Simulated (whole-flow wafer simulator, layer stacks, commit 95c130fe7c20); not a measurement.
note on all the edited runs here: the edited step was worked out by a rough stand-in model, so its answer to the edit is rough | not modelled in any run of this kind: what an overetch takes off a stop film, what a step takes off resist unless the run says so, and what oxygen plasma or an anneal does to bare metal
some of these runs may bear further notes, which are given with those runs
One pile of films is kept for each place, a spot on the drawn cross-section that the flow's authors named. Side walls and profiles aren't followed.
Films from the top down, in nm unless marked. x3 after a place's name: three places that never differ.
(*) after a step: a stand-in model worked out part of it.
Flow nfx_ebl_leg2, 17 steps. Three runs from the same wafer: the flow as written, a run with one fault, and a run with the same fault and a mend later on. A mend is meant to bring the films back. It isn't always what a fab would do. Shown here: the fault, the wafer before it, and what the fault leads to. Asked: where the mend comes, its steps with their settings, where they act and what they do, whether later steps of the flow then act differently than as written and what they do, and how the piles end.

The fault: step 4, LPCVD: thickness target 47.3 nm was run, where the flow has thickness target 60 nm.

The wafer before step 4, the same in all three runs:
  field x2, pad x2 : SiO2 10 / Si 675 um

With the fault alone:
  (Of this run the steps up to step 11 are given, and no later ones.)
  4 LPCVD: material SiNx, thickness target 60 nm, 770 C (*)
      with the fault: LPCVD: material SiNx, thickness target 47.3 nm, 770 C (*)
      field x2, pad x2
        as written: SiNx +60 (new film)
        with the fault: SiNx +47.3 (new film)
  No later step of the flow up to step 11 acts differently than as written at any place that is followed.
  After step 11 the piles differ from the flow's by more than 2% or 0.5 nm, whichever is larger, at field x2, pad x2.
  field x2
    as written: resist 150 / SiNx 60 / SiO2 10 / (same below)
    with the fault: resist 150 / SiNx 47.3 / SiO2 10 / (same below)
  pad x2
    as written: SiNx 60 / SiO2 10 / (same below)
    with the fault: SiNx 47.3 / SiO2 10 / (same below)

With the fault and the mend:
  The mend comes after step 5.
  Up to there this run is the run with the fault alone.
  5a ETCH: chemistry h3po4, depth target 54.39 nm
      field x2, pad x2
        SiNx -47.3 (all of it)
  5b CLEAN: chemistry SC1/SC2 (the flow's step 2 once more)
      changes no film at any place that is followed
  5c LPCVD: material SiNx, thickness target 60 nm, 770 C (*) (the flow's step 4 once more)
      field x2, pad x2
        SiNx +60 (new film)
  No later step of the flow acts differently than as written at any place that is followed.
  At the end the piles are the same as the flow's at every place that both follow.
